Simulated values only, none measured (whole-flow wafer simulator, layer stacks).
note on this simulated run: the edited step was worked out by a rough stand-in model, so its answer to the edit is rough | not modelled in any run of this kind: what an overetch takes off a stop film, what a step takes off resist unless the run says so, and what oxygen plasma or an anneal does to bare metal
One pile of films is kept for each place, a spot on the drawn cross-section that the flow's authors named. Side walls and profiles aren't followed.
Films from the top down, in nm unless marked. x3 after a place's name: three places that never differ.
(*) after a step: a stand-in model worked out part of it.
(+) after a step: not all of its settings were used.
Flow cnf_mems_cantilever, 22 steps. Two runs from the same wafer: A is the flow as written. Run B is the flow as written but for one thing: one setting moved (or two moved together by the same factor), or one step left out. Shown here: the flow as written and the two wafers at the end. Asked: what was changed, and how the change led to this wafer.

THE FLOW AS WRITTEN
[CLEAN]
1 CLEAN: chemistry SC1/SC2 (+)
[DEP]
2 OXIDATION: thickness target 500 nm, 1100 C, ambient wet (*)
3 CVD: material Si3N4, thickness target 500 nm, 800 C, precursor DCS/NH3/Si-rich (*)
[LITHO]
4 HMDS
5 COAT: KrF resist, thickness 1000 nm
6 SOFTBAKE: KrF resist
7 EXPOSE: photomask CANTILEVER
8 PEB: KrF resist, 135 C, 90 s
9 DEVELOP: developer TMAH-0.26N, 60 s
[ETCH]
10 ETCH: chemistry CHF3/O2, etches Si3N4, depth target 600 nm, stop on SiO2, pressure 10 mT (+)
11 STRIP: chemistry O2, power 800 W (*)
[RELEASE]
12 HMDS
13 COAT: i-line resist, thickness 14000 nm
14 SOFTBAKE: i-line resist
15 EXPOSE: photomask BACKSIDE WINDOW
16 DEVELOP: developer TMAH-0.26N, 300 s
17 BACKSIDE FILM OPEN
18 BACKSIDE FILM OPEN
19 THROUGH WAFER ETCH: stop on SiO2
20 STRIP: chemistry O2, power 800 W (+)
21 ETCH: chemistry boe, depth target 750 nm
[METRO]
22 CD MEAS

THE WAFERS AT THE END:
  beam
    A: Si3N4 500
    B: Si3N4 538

The cause: step 3, CVD: thickness target 538 nm was run, where the flow has thickness target 500 nm.
It can be read off the wafer: beam has Si3N4 538, and step 3 as written asks for 500 nm.

How the change led to this, step by step:
  3 CVD: material Si3N4, thickness target 500 nm, 800 C, precursor DCS/NH3/Si-rich (*)
      field, beam: A Si3N4 +500 (new film) | B Si3N4 +538 (new film)
  10 ETCH: chemistry CHF3/O2, etches Si3N4, depth target 600 nm, stop on SiO2, pressure 10 mT (+)
      field: A Si3N4 -500 (all of it) | B Si3N4 -538 (all of it)
